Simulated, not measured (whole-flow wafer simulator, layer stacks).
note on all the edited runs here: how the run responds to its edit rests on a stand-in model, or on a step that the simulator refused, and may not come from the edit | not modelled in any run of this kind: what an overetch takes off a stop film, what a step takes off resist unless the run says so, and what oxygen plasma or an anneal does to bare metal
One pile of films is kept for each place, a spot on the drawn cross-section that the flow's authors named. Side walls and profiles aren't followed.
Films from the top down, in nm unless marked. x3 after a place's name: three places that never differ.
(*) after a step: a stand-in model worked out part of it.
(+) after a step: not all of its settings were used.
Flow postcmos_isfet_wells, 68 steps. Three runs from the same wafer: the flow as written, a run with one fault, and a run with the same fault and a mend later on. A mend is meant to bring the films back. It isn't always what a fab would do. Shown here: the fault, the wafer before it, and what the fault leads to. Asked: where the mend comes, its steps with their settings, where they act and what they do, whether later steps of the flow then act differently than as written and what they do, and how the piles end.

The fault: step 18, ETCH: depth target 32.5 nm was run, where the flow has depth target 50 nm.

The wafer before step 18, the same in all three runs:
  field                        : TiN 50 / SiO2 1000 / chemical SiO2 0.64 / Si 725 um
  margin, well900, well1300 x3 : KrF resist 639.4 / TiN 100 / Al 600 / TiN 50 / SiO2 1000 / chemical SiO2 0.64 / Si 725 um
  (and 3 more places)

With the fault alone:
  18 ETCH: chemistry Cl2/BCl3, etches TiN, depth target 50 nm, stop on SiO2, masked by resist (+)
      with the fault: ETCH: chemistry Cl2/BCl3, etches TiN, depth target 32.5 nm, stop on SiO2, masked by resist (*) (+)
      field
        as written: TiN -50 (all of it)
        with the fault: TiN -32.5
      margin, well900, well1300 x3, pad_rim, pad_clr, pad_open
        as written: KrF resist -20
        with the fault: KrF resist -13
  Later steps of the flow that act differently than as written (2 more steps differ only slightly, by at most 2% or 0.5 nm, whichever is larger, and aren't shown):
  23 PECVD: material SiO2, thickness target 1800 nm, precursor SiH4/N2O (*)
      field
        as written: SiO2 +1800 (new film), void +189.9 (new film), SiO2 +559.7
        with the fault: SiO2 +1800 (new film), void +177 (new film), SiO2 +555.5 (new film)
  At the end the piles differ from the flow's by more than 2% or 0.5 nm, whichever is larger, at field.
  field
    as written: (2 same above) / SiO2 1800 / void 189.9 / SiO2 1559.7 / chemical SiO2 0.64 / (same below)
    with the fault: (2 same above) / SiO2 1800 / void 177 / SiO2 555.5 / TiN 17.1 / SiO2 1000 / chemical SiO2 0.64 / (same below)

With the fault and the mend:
  The mend comes after step 18.
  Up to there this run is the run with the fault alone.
  18a ETCH: chemistry Cl2/BCl3, etches TiN, depth target 17.5 nm, stop on SiO2, masked by resist (the flow's step 18 once more, with other settings)
      margin, well900, well1300 x3, pad_rim, pad_clr, pad_open
        KrF resist -7
      field
        TiN -17.5 (all of it)
  No later step of the flow acts differently than as written at any place that is followed.
  At the end the piles are the same as the flow's at every place that both follow.
